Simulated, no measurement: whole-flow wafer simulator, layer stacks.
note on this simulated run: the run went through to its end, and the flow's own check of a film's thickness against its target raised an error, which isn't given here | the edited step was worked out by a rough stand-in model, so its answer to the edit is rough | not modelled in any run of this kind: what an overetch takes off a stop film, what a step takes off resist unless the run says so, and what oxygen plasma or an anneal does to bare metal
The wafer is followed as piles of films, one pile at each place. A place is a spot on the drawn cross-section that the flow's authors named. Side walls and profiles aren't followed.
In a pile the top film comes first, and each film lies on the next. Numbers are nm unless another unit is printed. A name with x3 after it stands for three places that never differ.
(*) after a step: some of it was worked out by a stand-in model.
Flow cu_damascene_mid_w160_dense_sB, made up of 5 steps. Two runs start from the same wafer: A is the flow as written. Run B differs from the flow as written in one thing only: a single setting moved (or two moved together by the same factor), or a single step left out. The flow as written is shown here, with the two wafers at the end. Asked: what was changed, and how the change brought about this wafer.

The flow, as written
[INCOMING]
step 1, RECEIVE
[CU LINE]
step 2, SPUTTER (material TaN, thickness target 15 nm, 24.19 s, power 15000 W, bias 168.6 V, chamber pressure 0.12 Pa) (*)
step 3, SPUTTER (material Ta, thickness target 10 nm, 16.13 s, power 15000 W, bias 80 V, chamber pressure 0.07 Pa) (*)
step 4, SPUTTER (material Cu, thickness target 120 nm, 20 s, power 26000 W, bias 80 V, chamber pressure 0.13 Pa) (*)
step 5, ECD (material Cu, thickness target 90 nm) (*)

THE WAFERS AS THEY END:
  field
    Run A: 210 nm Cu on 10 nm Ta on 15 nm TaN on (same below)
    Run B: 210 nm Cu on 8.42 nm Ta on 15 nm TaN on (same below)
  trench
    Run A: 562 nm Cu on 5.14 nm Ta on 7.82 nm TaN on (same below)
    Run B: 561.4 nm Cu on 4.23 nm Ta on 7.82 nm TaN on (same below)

What caused this: step 3, SPUTTER: power 12630 W was run, though the flow has power 15000 W.

Step by step, how the change led to this:
  step 3, SPUTTER (material Ta, thickness target 10 nm, 16.13 s, power 15000 W, bias 80 V, chamber pressure 0.07 Pa) (*)
      field: A +10 Ta (new film) | B +8.42 Ta (new film)
      trench: A +5.14 Ta (new film) | B +4.23 Ta (new film)
